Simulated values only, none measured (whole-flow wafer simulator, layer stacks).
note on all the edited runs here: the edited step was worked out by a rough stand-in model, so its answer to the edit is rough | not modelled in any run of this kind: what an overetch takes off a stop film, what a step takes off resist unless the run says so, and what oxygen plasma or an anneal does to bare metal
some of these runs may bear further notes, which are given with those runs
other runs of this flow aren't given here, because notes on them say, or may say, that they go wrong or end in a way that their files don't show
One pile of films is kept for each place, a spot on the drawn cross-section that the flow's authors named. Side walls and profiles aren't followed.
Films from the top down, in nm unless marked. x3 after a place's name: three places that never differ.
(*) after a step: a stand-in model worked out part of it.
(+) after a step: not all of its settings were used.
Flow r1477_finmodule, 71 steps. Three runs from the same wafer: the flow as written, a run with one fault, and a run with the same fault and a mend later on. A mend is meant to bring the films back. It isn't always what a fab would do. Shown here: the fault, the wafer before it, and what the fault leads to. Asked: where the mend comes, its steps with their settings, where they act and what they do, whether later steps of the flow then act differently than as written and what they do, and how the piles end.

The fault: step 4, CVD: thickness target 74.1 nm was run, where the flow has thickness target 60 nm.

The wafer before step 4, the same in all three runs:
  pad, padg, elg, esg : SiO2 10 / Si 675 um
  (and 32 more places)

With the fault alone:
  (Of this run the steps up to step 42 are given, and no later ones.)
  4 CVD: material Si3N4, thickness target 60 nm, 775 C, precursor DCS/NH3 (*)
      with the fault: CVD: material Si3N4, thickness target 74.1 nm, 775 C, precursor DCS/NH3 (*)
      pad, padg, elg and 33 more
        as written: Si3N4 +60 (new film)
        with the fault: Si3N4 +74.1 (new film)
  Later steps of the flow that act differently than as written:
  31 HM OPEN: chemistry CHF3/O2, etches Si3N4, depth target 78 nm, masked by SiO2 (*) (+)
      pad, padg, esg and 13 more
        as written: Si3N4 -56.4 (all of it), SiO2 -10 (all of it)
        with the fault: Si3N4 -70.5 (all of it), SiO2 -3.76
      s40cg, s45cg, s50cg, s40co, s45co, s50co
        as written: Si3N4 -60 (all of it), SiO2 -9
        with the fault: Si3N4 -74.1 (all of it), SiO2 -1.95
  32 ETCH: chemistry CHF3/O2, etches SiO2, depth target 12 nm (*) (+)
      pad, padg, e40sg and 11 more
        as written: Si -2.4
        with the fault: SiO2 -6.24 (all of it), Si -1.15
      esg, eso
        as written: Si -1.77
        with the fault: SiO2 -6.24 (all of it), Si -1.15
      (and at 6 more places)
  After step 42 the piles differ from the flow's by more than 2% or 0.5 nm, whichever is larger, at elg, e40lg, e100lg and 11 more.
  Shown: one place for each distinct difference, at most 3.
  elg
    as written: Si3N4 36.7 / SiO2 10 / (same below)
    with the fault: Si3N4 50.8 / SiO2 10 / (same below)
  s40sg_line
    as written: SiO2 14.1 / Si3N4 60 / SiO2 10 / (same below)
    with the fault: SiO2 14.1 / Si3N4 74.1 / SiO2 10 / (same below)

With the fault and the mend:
  The mend comes after step 5.
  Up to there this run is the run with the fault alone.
  5a ETCH: chemistry h3po4, depth target 14.1 nm
      pad, padg, elg and 33 more
        Si3N4 -14.1
  No later step of the flow acts differently than as written at any place that is followed.
  At the end the piles are the same as the flow's at every place that both follow.
